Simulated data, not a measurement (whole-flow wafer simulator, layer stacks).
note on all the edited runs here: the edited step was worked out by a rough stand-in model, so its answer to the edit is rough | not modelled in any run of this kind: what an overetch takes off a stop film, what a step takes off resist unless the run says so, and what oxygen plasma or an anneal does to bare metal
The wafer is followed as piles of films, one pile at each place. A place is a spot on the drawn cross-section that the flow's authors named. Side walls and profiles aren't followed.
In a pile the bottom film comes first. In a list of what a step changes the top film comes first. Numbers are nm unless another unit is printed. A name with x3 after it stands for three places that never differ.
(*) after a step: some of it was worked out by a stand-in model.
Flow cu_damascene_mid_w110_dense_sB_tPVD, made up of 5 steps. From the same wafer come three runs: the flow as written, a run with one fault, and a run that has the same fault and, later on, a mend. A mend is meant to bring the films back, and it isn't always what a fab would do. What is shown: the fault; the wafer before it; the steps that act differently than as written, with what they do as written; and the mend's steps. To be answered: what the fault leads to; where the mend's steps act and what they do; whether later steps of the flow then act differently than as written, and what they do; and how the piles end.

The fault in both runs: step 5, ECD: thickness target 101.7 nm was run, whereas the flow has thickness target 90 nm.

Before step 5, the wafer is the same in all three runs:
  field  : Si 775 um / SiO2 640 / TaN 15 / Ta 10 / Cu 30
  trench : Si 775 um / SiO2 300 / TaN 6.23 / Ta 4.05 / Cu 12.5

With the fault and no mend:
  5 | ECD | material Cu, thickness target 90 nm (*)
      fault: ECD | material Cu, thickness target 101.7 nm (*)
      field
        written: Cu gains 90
        fault: Cu gains 101.7
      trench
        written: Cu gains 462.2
        fault: Cu gains 473.9
  Every later step of the flow that is run acts as written at every place that is followed.
  At field, trench, the piles at the end differ from the flow's by more than 2% or 0.5 nm, whichever is larger.
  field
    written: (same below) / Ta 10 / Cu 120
    fault: (same below) / Ta 10 / Cu 131.7
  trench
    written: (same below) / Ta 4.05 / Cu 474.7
    fault: (same below) / Ta 4.05 / Cu 486.4

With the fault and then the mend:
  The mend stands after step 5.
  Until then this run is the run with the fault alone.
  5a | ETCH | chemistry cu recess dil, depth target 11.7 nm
      field, trench
        Cu loses 11.7
  Every later step of the flow that is run acts as written at every place that is followed.
  At every place that both follow, the piles at the end match the flow's.
